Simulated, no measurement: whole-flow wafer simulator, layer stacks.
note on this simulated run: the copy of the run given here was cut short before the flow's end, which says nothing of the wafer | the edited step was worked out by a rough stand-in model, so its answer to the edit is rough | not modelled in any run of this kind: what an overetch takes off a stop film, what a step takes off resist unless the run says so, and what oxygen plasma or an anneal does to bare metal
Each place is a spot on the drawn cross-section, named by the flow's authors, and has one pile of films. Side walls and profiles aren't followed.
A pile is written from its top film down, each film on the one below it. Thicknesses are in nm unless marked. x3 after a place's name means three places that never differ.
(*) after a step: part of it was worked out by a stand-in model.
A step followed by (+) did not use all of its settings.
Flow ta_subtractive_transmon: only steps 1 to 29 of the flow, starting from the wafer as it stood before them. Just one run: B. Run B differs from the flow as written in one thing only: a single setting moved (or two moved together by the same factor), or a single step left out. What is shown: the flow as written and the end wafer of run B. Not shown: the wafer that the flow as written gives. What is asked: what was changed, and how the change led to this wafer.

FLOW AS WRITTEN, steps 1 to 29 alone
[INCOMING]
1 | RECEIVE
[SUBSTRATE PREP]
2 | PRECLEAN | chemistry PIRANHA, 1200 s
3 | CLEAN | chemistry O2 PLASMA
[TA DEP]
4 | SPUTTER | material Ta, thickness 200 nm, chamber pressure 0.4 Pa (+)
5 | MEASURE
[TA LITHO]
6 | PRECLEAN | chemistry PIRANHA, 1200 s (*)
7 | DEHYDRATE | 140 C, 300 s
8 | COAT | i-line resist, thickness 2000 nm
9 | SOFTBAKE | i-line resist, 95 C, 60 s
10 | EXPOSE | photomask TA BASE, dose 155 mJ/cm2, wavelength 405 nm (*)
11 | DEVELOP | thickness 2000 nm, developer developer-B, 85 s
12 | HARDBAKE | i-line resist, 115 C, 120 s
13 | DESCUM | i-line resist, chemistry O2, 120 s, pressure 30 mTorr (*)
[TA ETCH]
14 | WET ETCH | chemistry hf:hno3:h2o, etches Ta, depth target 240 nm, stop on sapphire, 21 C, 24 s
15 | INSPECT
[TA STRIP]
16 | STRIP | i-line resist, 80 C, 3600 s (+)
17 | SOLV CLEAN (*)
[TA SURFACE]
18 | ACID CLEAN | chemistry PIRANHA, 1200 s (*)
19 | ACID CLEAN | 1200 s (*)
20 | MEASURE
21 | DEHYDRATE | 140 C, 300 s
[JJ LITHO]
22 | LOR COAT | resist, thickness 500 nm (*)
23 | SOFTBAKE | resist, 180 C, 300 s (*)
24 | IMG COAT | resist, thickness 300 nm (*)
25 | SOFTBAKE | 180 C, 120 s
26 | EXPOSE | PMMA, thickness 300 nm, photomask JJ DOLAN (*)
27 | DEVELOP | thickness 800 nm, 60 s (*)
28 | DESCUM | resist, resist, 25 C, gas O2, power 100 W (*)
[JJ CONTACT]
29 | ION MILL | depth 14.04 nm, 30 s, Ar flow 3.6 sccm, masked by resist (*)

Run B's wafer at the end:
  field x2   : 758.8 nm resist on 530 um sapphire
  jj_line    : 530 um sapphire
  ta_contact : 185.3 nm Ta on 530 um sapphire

What caused this: step 29, ION MILL: depth 21.41 nm was run, whereas the flow has depth 14.04 nm; step 29, ION MILL: 45.8 s was run, where the flow has 30 s.

How this came from the change, step by step:
  29 | ION MILL | depth 14.04 nm, 30 s, Ar flow 3.6 sccm, masked by resist (*)
      field x2, ta_pad: -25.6 resist (it would be, as written: -16.8 resist)
      jj_line, lead: -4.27 sapphire (it would be, as written: -2.8 sapphire)
      (and at 1 other place as well)
